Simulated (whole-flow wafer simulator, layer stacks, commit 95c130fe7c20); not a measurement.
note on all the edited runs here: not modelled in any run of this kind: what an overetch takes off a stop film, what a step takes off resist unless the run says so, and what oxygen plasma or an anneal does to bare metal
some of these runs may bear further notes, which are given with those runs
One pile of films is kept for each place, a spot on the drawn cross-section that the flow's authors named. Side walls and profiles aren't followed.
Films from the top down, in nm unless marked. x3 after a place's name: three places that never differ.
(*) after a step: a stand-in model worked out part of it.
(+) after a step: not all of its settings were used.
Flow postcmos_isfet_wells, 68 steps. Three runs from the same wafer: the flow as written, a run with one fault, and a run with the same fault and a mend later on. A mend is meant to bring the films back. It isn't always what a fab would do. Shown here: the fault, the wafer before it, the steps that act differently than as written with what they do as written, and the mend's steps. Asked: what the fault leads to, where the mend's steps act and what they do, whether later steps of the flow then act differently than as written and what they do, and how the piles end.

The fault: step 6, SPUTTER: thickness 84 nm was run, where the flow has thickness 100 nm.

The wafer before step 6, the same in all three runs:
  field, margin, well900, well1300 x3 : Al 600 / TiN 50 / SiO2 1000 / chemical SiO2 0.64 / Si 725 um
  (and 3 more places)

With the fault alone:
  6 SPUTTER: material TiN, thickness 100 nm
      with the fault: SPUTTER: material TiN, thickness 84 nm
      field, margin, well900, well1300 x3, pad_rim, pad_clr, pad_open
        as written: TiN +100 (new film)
        with the fault: TiN +84 (new film)
  Later steps of the flow that act differently than as written:
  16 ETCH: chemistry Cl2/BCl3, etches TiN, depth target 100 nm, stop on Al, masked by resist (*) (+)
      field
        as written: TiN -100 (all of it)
        with the fault: TiN -84 (all of it)
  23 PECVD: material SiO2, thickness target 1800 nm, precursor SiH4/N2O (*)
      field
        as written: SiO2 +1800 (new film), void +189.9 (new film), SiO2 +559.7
        with the fault: SiO2 +1800 (new film), void +177.8 (new film), SiO2 +555.7
  At the end the piles differ from the flow's by more than 2% or 0.5 nm, whichever is larger, at field, margin, well900, well1300 x3, pad_rim, pad_clr, pad_open.
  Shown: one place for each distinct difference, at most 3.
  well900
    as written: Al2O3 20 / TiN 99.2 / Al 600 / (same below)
    with the fault: Al2O3 20 / TiN 83.2 / Al 600 / (same below)
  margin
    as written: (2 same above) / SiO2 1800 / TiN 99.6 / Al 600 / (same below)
    with the fault: (2 same above) / SiO2 1800 / TiN 83.6 / Al 600 / (same below)
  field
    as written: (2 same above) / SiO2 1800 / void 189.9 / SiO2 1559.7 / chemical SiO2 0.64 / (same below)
    with the fault: (2 same above) / SiO2 1800 / void 177.8 / SiO2 1555.7 / chemical SiO2 0.64 / (same below)

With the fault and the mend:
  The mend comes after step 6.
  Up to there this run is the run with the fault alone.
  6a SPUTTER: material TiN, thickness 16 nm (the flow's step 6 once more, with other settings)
      field, margin, well900, well1300 x3, pad_rim, pad_clr, pad_open
        TiN +16
  No later step of the flow acts differently than as written at any place that is followed.
  At the end the piles are the same as the flow's at every place that both follow.
